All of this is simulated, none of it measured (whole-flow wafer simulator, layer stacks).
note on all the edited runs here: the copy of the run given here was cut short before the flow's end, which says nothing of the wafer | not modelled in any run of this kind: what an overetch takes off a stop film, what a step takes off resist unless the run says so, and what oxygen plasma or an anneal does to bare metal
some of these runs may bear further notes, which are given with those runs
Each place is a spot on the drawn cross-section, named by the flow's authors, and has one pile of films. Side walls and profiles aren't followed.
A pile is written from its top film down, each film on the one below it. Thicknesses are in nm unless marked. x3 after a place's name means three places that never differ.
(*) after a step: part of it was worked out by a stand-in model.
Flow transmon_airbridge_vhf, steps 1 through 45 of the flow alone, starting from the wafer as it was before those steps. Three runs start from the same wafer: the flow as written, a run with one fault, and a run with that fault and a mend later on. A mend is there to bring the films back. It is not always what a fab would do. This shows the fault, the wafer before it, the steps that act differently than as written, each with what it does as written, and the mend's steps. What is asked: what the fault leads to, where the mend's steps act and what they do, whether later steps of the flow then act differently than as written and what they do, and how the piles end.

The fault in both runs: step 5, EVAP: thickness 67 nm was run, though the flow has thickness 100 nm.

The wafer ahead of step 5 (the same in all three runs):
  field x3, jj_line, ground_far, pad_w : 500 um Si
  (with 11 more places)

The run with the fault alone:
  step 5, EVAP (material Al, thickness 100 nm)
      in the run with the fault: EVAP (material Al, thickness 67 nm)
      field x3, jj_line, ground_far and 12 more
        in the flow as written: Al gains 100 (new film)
        in the run with the fault: Al gains 67 (new film)
  Steps further on in the flow that do not act as written (not shown: 14 more steps that differ only slightly, by at most 2% or 0.5 nm, whichever is larger):
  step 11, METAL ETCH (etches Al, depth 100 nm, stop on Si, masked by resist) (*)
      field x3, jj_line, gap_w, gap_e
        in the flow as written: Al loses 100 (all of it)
        in the run with the fault: Al loses 67 (all of it)
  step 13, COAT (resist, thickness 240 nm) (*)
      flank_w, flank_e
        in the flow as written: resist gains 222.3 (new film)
        in the run with the fault: resist gains 227.7 (new film)
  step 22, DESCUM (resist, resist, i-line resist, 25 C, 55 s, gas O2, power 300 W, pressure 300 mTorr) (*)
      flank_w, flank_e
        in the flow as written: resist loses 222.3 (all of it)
        in the run with the fault: resist loses 227.7 (all of it)
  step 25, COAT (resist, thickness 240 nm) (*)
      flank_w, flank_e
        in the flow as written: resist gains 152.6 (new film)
        in the run with the fault: resist gains 156 (new film)
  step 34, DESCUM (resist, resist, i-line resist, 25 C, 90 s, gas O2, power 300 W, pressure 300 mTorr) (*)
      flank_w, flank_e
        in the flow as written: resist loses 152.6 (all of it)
        in the run with the fault: resist loses 156 (all of it)
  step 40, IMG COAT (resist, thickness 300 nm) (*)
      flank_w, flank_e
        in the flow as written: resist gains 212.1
        in the run with the fault: resist gains 216.9
  The piles end different from the flow's at ground_far, pad_w, flank_w and 8 more by more than 2% or 0.5 nm, whichever is larger.
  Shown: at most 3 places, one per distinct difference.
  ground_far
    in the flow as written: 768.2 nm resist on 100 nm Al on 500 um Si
    in the run with the fault: 768.2 nm resist on 67 nm Al on 500 um Si
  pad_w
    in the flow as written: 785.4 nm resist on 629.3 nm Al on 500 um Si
    in the run with the fault: 786.6 nm resist on 596.3 nm Al on 500 um Si
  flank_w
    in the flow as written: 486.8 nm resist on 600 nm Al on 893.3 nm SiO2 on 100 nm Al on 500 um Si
    in the run with the fault: 492.7 nm resist on 600 nm Al on 893.1 nm SiO2 on 67 nm Al on 500 um Si

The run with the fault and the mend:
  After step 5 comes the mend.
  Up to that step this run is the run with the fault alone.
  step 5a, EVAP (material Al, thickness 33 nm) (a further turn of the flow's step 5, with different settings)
      field x3, jj_line, ground_far and 12 more
        Al gains 33
  None of the later steps of the flow acts differently than as written at any place that is followed.
  At every place that both follow, the piles at the end match the flow's.
